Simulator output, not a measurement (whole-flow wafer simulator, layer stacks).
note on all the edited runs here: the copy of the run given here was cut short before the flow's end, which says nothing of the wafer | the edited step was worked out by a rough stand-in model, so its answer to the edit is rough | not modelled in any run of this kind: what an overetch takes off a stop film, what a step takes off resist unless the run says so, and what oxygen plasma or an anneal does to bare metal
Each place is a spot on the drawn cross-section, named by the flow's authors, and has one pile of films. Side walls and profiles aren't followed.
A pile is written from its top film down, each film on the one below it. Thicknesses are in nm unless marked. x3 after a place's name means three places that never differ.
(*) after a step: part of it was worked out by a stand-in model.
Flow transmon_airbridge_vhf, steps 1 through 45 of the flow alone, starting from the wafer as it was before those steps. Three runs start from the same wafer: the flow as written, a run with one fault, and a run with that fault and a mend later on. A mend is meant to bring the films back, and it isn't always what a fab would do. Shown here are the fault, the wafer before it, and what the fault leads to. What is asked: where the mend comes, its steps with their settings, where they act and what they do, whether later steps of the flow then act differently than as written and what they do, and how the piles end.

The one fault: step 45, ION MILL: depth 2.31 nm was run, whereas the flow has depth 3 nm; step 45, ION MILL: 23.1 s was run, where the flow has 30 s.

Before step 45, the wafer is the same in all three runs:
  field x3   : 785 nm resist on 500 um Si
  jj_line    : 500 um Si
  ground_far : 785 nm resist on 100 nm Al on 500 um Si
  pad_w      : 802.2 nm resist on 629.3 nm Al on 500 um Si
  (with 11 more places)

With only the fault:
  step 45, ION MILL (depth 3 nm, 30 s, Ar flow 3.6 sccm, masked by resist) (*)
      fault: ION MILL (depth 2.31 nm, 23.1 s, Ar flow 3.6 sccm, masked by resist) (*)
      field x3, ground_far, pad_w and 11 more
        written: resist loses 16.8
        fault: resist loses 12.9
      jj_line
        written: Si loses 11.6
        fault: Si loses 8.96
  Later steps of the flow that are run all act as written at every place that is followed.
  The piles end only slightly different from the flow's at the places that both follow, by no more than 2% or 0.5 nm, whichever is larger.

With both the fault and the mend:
  The mend follows step 45.
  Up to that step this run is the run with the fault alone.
  step 45a, ION MILL (depth 0.69 nm, 6.9 s, Ar flow 3.6 sccm, masked by resist) (*) (the flow's step 45 again, with other settings)
      field x3, ground_far, pad_w and 11 more
        resist loses 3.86
      jj_line
        Si loses 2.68
  Later steps of the flow that are run all act as written at every place that is followed.
  The piles end the same as the flow's at every place that both follow.
